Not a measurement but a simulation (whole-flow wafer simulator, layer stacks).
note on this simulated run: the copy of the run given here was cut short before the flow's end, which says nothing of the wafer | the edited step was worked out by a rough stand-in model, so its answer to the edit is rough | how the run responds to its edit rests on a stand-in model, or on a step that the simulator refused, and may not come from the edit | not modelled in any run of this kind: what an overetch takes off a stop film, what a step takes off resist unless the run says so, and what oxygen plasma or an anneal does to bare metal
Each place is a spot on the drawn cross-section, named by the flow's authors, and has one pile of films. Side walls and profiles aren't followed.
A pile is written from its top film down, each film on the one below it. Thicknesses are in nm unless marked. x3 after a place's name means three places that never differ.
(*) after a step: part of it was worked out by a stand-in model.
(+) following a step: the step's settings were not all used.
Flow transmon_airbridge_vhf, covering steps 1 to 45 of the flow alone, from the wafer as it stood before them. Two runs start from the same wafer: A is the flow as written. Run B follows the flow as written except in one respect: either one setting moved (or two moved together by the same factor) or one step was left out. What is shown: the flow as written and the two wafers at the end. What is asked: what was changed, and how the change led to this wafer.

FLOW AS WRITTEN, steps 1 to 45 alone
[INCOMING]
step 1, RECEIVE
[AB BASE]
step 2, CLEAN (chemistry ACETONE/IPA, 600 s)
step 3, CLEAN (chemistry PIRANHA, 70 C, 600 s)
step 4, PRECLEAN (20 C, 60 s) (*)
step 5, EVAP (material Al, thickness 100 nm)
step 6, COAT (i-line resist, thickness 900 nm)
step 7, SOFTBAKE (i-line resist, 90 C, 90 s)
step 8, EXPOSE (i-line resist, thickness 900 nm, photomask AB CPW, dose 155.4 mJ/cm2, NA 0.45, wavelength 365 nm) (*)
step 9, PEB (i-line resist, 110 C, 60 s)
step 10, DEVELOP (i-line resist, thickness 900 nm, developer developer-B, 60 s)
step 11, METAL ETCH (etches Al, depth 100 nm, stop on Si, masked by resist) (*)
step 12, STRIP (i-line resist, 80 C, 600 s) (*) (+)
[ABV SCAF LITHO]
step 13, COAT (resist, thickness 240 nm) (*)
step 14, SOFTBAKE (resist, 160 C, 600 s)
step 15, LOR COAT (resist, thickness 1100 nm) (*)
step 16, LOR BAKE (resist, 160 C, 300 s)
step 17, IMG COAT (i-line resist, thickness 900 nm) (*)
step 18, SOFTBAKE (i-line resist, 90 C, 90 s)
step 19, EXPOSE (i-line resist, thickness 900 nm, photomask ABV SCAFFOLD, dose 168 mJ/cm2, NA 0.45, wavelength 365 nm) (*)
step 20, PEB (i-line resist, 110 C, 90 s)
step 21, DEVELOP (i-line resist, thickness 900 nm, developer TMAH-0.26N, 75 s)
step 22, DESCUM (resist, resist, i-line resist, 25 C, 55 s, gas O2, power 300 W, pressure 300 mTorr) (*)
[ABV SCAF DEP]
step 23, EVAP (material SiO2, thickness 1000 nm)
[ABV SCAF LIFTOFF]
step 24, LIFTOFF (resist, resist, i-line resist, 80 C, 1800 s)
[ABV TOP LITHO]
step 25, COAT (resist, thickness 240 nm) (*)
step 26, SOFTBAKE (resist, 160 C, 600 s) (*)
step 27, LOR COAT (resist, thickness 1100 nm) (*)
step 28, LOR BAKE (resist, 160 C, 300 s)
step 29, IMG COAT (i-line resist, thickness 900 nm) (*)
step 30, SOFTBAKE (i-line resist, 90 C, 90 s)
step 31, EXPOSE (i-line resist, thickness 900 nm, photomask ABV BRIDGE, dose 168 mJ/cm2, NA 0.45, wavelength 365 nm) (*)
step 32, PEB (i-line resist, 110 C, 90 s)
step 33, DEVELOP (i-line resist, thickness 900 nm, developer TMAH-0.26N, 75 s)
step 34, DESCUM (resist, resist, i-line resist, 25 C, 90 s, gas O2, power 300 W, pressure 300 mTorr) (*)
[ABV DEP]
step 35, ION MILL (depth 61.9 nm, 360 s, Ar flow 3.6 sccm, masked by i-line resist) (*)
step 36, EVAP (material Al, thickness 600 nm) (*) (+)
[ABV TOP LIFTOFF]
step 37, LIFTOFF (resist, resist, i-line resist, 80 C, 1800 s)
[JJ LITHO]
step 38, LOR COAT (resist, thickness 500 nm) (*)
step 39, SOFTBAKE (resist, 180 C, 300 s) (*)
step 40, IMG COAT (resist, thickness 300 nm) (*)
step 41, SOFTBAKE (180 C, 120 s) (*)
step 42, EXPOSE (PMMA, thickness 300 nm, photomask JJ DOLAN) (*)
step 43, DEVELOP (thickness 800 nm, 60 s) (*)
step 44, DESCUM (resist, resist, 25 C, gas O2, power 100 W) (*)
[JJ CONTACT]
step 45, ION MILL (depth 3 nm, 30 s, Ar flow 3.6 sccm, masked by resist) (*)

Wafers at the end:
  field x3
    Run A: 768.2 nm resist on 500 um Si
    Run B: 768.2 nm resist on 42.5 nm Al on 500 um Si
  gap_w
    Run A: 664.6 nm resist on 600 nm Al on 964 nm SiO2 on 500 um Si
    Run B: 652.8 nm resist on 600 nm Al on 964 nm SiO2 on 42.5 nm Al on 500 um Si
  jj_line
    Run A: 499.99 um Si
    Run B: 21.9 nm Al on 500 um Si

Cause: step 11, METAL ETCH: depth 57.5 nm was run, while the flow as written has depth 100 nm.

How this came from the change, step by step:
  step 11, METAL ETCH (etches Al, depth 100 nm, stop on Si, masked by resist) (*)
      field x3, jj_line, gap_w, gap_e: A Al loses 100 (all of it) | B Al loses 57.5
      ground_far, pad_w, flank_w and 8 more: A i-line resist loses 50 | B i-line resist loses 28.8
  step 12, STRIP (i-line resist, 80 C, 600 s) (*) (+)
      ground_far, pad_w, flank_w and 8 more: A i-line resist loses 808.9 (all of it) | B i-line resist loses 830.2 (all of it)
  step 13, COAT (resist, thickness 240 nm) (*)
      flank_w, flank_e: A resist gains 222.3 (new film) | B resist gains 229.3 (new film)
  step 22, DESCUM (resist, resist, i-line resist, 25 C, 55 s, gas O2, power 300 W, pressure 300 mTorr) (*)
      flank_w, flank_e: A resist loses 222.3 (all of it) | B resist loses 229.3 (all of it)
  step 25, COAT (resist, thickness 240 nm) (*)
      flank_w, flank_e: A resist gains 152.6 (new film) | B resist gains 157.4 (new film)
      gap_w, gap_e: A resist gains 210.7 (new film) | B resist gains 206.2 (new film)
  step 34, DESCUM (resist, resist, i-line resist, 25 C, 90 s, gas O2, power 300 W, pressure 300 mTorr) (*)
      flank_w, flank_e: A resist loses 152.6 (all of it) | B resist loses 157.4 (all of it)
      gap_w, gap_e: A resist loses 210.7 (all of it) | B resist loses 206.2 (all of it)
  step 40, IMG COAT (resist, thickness 300 nm) (*)
      flank_w, flank_e: A resist gains 212.1 | B resist gains 218.7
  step 45, ION MILL (depth 3 nm, 30 s, Ar flow 3.6 sccm, masked by resist) (*)
      jj_line: A Si loses 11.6 | B Al loses 20.6
If metal films that touch count as one body, field x3 has 1 body; the flow as written gives 0 bodies.
If metal films that touch count as one body, gap_w has 2 bodies (between them, from the top down: SiO2 964); the flow as written gives 1 body.
If metal films that touch count as one body, jj_line has 1 body; the flow as written gives 0 bodies.
